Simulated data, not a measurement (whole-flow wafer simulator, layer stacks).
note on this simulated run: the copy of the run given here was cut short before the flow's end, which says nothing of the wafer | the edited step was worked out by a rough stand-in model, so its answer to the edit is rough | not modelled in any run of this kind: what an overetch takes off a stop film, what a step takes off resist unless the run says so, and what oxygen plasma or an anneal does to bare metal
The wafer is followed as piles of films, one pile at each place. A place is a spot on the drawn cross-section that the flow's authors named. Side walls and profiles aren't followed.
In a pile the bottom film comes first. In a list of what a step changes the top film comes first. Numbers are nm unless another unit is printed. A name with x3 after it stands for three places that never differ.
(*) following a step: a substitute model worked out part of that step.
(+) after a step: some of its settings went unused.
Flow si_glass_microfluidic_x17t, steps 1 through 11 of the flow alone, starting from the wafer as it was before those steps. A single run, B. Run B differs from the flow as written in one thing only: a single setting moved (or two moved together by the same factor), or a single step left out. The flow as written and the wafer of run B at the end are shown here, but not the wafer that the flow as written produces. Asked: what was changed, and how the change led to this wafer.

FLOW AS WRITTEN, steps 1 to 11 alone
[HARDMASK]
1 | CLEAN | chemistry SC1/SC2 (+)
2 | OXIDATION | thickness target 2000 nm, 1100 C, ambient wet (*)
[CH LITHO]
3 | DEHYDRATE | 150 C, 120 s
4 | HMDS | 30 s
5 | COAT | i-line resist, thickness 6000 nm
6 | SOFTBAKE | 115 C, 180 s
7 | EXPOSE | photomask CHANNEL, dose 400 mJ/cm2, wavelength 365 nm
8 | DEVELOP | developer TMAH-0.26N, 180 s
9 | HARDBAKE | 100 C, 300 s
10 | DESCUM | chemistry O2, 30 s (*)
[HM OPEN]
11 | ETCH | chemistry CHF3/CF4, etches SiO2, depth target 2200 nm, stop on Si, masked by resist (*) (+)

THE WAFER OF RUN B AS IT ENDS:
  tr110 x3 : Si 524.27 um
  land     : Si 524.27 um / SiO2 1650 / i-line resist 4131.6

The reason: step 2, OXIDATION: thickness target 1650 nm was run, though the flow has thickness target 2000 nm.
The wafer lets one read it off: land has SiO2 1650, and step 2 as written asks for 2000 nm.

The path from the change to this, step by step:
  2 | OXIDATION | thickness target 2000 nm, 1100 C, ambient wet (*)
      land, tr110 x3: SiO2 gains 1650 (new film), chemical SiO2 loses 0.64 (all of it), Si loses 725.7 (in the flow as written it would be: SiO2 gains 2000 (new film), chemical SiO2 loses 0.64 (all of it), Si loses 879.7)
  11 | ETCH | chemistry CHF3/CF4, etches SiO2, depth target 2200 nm, stop on Si, masked by resist (*) (+)
      tr110 x3: SiO2 loses 1650 (all of it) (in the flow as written it would be: SiO2 loses 2000 (all of it))
